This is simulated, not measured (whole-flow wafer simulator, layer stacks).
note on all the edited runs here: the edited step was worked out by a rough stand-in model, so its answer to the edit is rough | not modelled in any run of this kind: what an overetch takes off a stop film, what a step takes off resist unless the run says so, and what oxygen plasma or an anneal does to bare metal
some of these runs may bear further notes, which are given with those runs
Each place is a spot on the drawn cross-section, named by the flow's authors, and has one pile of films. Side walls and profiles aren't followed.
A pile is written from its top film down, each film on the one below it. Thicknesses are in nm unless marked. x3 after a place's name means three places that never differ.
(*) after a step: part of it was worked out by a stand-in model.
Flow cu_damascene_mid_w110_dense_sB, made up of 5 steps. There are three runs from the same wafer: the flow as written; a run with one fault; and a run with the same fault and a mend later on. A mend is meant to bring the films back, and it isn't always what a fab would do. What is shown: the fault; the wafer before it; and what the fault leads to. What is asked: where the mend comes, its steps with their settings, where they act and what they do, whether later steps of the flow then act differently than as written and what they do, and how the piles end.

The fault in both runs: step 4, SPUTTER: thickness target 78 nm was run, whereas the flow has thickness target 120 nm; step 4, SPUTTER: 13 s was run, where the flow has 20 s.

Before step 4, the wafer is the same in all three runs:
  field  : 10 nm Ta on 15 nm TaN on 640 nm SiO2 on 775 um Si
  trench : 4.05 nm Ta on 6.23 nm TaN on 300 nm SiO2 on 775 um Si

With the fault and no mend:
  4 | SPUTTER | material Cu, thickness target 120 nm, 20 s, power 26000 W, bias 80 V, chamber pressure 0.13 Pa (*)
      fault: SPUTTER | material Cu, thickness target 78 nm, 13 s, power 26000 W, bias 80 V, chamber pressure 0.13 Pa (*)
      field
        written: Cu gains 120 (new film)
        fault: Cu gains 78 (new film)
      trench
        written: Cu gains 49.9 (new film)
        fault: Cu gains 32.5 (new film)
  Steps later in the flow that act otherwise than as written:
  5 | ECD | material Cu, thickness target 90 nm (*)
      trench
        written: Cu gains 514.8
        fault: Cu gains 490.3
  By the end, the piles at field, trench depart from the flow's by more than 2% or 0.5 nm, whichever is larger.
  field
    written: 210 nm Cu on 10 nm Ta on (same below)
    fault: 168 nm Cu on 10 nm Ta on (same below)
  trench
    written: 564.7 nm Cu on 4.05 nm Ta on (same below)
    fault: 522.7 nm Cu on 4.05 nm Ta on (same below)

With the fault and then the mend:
  After step 4 comes the mend.
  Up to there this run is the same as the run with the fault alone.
  4a | SPUTTER | material Cu, thickness target 42 nm, 7 s, power 26000 W, bias 80 V, chamber pressure 0.13 Pa (*) (the flow's step 4, run once more with other settings)
      field
        Cu gains 42
      trench
        Cu gains 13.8
  Later steps of the flow that are run all act as written at every place that is followed, up to a difference of at most 2% or 0.5 nm, whichever is larger.
  By the end, the piles equal the flow's at every place that both follow.
